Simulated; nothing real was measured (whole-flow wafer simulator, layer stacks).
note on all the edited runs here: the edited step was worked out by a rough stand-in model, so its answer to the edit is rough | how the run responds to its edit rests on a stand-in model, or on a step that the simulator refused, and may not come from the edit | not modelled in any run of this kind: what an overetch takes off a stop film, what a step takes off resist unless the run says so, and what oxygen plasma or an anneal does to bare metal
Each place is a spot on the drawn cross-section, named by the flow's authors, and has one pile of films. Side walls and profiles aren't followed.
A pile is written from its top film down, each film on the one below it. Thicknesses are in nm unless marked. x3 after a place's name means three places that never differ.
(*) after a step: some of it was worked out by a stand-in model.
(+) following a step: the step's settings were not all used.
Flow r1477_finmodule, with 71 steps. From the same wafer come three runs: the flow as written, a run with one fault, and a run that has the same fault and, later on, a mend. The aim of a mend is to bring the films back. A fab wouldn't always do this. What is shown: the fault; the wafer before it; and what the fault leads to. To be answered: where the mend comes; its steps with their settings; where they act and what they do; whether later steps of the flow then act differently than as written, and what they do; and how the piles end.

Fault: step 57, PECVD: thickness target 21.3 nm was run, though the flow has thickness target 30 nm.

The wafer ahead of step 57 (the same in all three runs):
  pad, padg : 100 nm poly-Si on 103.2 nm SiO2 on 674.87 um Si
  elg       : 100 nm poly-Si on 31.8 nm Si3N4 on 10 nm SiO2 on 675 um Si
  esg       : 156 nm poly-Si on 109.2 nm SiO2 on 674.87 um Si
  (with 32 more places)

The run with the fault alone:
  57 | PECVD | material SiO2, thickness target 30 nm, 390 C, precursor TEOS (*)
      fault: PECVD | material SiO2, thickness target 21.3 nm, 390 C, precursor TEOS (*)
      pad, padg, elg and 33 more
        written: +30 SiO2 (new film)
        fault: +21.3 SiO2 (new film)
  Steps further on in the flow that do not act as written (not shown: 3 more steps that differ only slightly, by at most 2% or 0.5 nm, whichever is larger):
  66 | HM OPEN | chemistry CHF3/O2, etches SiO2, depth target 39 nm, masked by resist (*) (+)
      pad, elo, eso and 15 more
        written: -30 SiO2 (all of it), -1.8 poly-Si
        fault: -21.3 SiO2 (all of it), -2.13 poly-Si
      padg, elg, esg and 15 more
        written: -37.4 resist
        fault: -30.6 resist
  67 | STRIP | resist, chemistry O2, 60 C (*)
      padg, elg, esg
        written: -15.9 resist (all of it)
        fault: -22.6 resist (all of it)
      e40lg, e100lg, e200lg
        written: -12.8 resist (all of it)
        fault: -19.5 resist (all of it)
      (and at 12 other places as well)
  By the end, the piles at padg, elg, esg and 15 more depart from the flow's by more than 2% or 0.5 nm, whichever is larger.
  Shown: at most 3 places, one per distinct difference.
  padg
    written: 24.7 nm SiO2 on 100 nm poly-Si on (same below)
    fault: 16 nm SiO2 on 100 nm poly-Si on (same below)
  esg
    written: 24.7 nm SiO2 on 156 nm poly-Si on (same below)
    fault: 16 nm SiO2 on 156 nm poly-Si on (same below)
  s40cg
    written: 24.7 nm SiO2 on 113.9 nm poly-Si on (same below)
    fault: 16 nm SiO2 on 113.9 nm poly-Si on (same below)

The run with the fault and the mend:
  The mend follows step 58.
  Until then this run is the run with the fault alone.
  58a | PECVD | material SiO2, thickness target 8.7 nm, 390 C, precursor TEOS (*) (a further turn of the flow's step 57, with different settings)
      pad, padg, elg and 33 more
        +8.7 SiO2
  Later steps of the flow that are run all act as written at every place that is followed.
  By the end, the piles equal the flow's at every place that both follow.
